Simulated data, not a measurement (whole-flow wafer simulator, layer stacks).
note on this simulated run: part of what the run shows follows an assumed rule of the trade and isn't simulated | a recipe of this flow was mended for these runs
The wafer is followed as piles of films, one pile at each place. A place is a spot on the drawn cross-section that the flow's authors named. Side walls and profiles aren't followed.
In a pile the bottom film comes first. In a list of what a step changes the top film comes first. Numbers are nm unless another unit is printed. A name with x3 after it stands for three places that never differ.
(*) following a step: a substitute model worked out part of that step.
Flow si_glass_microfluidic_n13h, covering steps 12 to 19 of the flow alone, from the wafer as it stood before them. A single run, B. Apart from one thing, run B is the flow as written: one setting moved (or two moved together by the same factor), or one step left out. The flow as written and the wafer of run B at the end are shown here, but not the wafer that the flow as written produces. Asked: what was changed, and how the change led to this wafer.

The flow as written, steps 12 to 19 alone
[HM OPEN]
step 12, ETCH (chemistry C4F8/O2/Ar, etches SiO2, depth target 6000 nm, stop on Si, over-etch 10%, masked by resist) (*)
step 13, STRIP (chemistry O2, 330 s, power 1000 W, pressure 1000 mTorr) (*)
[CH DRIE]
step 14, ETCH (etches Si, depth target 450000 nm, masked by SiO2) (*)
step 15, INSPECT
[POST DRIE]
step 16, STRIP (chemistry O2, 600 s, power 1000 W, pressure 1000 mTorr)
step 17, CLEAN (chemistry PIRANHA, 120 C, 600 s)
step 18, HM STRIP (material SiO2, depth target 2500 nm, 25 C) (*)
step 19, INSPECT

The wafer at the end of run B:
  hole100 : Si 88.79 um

The reason: step 12, ETCH: over-etch 16% was run, while the flow as written has over-etch 10%.

The path from the change to this, step by step:
  step 12, ETCH (chemistry C4F8/O2/Ar, etches SiO2, depth target 6000 nm, stop on Si, over-etch 10%, masked by resist) (*)
      land: thick-i-line-resist loses 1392 (it would be, as written: thick-i-line-resist loses 1320)
      hole100: SiO2 loses 6000 (all of it), Si loses 120 (it would be, as written: SiO2 loses 6000 (all of it), Si loses 75)
